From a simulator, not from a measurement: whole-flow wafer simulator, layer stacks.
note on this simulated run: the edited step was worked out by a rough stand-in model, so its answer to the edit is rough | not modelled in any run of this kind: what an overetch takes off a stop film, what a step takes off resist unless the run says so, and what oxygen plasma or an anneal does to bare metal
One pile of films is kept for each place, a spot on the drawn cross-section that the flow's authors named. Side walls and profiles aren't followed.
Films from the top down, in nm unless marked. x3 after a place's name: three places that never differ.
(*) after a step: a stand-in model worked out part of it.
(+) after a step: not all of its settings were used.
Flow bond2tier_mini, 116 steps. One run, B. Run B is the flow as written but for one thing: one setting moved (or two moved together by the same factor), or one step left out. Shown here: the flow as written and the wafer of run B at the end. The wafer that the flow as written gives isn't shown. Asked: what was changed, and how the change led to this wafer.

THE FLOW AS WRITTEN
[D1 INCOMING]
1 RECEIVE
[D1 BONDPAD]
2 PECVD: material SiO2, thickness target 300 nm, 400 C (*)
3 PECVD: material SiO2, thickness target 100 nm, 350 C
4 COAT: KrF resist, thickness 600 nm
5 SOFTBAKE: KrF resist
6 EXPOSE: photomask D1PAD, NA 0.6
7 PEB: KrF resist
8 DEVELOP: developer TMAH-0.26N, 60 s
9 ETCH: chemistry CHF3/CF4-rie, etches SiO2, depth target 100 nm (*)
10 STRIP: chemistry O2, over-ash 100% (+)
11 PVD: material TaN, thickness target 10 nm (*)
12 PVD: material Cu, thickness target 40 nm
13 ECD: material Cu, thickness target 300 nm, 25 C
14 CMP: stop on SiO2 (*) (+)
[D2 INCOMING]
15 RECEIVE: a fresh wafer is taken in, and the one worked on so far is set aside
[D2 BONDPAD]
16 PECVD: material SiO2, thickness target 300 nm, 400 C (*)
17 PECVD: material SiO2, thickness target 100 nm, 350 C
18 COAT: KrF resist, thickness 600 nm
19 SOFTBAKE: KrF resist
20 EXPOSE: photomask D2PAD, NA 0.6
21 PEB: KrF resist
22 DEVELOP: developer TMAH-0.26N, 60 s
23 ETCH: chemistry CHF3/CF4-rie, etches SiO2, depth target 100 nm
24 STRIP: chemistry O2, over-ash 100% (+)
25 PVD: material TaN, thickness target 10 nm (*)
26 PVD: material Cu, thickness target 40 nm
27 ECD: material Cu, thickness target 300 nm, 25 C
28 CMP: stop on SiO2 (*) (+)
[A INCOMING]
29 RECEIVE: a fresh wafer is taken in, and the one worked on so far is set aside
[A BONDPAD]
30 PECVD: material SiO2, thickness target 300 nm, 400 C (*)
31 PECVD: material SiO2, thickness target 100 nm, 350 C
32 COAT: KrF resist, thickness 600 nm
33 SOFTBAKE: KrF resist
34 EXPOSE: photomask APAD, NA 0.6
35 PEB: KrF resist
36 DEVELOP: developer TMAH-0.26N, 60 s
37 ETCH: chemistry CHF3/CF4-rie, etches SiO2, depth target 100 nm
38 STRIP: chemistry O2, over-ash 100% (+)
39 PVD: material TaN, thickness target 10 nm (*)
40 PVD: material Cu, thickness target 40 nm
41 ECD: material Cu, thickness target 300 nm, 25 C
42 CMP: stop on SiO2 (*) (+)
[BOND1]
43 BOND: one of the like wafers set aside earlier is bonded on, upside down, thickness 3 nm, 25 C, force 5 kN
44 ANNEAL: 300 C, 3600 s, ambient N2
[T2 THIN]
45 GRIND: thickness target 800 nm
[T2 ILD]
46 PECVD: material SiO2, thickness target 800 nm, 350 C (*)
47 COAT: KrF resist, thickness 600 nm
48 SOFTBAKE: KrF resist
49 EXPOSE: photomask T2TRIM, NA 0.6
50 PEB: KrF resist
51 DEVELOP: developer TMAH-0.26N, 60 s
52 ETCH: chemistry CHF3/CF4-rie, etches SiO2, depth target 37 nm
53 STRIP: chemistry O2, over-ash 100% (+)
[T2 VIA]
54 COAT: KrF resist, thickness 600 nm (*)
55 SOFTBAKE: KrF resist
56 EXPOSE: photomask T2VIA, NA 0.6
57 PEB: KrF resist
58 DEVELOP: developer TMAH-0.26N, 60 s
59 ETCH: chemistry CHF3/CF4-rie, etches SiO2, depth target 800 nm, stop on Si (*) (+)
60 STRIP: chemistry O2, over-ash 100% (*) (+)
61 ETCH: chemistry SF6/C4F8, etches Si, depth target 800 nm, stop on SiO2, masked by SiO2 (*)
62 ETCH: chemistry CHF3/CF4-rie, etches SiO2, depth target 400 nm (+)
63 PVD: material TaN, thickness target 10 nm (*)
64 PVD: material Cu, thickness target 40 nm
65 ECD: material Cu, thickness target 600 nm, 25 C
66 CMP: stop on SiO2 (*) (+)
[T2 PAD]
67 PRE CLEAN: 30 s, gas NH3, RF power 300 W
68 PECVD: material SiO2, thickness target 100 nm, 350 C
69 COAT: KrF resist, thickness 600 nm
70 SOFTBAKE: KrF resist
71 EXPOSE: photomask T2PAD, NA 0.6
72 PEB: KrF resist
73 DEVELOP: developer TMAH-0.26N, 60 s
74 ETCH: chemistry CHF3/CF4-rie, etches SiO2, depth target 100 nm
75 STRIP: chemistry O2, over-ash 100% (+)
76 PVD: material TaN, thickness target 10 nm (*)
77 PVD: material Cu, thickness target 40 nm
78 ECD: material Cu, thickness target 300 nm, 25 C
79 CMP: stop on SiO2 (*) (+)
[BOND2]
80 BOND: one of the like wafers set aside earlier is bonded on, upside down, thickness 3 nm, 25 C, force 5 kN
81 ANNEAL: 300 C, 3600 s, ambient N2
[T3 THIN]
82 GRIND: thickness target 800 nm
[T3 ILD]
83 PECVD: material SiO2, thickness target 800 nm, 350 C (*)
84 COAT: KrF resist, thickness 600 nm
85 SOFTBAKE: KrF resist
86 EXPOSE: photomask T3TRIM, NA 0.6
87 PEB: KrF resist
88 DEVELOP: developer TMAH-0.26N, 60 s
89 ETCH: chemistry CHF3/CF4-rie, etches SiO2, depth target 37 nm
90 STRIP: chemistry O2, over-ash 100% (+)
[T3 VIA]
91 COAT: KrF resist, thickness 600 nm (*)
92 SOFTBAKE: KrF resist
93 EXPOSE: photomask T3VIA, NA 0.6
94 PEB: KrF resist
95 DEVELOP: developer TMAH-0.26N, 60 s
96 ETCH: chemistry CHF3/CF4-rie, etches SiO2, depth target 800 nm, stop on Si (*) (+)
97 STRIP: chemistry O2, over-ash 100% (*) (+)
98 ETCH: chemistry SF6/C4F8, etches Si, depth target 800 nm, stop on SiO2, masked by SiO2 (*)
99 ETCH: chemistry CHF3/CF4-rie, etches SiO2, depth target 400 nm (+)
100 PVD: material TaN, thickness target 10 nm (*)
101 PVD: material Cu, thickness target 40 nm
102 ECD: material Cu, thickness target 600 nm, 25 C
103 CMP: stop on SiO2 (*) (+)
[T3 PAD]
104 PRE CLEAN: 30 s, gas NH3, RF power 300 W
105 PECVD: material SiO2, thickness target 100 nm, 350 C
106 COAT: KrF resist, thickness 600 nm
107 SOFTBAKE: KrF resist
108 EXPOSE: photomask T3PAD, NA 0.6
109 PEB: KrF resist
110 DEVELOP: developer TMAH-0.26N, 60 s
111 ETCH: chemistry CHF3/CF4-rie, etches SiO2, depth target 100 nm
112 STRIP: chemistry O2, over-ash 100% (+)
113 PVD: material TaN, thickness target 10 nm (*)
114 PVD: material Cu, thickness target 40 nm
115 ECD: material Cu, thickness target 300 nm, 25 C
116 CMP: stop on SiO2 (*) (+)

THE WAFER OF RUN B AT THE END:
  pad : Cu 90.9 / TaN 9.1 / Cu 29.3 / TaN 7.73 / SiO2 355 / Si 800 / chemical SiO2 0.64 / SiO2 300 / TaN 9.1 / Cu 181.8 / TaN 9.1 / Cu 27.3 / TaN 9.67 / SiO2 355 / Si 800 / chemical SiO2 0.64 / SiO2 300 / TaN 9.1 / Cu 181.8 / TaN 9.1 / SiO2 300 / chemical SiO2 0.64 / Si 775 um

The cause: step 100, PVD: thickness target 8 nm was run, where the flow has thickness target 10 nm.

How the change led to this, step by step:
  100 PVD: material TaN, thickness target 10 nm (*)
      field: TaN +8 (new film) (as written it would be: TaN +10 (new film))
      pad: TaN +7.73 (new film) (as written it would be: TaN +9.67 (new film))
  103 CMP: stop on SiO2 (*) (+)
      field: Cu -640 (all of it), TaN -8 (all of it) (as written it would be: Cu -640 (all of it), TaN -10 (all of it))
